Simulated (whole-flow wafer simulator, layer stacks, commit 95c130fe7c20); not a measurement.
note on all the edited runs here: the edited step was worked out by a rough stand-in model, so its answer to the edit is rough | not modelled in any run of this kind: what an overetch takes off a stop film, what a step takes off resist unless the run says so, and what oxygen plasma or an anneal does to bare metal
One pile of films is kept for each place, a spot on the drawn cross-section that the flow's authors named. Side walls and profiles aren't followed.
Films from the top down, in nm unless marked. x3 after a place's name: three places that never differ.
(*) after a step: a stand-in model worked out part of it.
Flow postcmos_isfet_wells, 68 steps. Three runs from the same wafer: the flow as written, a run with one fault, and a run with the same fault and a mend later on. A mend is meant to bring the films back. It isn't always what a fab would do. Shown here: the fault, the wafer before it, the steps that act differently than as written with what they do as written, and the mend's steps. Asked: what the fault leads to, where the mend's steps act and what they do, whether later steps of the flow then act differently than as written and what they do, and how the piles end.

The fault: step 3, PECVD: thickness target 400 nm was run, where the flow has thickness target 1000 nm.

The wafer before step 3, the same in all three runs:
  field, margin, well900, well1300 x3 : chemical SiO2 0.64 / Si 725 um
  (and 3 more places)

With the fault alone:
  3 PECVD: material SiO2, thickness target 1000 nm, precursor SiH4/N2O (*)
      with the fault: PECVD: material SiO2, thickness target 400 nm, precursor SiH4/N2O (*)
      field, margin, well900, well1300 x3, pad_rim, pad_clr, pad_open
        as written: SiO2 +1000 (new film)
        with the fault: SiO2 +400 (new film)
  No later step of the flow acts differently than as written at any place that is followed.
  At the end the piles differ from the flow's by more than 2% or 0.5 nm, whichever is larger, at field, margin, well900, well1300 x3, pad_rim, pad_clr, pad_open.
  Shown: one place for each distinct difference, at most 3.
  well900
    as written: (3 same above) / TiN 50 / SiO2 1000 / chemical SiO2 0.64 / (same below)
    with the fault: (3 same above) / TiN 50 / SiO2 400 / chemical SiO2 0.64 / (same below)
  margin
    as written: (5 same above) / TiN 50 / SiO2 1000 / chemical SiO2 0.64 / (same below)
    with the fault: (5 same above) / TiN 50 / SiO2 400 / chemical SiO2 0.64 / (same below)
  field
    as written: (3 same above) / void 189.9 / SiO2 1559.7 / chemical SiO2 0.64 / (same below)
    with the fault: (3 same above) / void 189.9 / SiO2 959.7 / chemical SiO2 0.64 / (same below)

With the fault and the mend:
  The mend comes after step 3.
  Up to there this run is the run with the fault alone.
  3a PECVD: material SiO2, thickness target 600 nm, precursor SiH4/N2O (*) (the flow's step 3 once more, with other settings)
      field, margin, well900, well1300 x3, pad_rim, pad_clr, pad_open
        SiO2 +600
  No later step of the flow acts differently than as written at any place that is followed.
  At the end the piles are the same as the flow's at every place that both follow.
